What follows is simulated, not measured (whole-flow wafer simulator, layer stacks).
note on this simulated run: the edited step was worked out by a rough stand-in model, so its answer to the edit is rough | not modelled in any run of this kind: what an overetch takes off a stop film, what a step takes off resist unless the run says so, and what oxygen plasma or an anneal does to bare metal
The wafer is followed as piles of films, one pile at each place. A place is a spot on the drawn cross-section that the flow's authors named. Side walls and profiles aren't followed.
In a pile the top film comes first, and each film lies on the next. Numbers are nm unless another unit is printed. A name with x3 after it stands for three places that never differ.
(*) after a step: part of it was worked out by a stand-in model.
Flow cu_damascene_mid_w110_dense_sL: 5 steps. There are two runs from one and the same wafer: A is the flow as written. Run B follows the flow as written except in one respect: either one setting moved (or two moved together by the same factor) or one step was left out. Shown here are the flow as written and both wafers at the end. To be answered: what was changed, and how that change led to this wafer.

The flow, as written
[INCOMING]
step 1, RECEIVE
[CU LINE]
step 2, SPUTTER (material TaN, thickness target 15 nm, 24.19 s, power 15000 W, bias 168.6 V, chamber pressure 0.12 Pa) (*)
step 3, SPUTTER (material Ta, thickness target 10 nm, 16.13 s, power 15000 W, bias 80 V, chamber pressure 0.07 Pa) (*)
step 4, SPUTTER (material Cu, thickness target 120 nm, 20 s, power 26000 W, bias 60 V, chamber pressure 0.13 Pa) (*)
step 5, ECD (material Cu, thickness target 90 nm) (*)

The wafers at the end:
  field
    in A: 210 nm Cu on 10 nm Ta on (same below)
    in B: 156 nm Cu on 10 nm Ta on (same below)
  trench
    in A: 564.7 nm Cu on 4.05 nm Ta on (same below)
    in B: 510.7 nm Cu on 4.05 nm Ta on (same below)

Cause: step 4, SPUTTER: thickness target 66 nm was run, though the flow has thickness target 120 nm; step 4, SPUTTER: 11 s was run, where the flow has 20 s.

How this came from the change, step by step:
  step 4, SPUTTER (material Cu, thickness target 120 nm, 20 s, power 26000 W, bias 60 V, chamber pressure 0.13 Pa) (*)
      field: A +120 Cu (new film) | B +66 Cu (new film)
      trench: A +49.9 Cu (new film) | B +27.5 Cu (new film)
  step 5, ECD (material Cu, thickness target 90 nm) (*)
      trench: A +514.8 Cu | B +483.3 Cu
